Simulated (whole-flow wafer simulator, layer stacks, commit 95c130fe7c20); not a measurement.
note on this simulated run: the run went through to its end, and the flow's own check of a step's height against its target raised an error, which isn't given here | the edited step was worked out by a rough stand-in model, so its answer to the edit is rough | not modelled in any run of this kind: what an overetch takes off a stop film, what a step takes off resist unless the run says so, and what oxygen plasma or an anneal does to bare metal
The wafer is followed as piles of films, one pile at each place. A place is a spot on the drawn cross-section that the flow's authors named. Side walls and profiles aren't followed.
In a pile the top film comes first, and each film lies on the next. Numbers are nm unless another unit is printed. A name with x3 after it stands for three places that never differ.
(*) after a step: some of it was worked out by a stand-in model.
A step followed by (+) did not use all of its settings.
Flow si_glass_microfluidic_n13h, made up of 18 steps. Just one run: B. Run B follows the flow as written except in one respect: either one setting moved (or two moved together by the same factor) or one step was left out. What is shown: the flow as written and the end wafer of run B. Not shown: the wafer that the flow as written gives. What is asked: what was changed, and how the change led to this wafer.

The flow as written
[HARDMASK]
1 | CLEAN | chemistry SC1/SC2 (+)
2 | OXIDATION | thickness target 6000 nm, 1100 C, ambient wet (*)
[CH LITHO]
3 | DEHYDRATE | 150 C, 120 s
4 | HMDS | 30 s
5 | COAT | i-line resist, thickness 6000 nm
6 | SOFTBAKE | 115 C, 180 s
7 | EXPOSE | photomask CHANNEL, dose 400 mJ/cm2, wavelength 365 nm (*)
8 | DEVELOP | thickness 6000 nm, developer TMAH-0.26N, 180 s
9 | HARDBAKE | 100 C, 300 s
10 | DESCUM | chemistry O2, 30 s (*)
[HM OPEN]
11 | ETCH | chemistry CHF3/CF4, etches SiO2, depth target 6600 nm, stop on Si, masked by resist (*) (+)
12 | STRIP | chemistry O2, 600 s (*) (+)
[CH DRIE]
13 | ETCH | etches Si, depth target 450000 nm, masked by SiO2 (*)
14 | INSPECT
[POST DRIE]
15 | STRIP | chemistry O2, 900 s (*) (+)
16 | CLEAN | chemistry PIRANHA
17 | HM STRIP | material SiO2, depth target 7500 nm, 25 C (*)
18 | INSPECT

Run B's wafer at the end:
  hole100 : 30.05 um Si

Cause: step 13, ETCH: depth target 506200 nm was run, whereas the flow has depth target 450000 nm.

Step by step, how the change led to this:
  13 | ETCH | etches Si, depth target 450000 nm, masked by SiO2 (*)
      land: SiO2 loses 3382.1 (as written it would have been: SiO2 loses 3004.3)
      hole100: chemical SiO2 loses 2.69 (all of it), Si loses 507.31 um (as written it would have been: chemical SiO2 loses 2.69 (all of it), Si loses 450.64 um)
  17 | HM STRIP | material SiO2, depth target 7500 nm, 25 C (*)
      land: SiO2 loses 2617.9 (all of it) (as written it would have been: SiO2 loses 2995.7 (all of it))
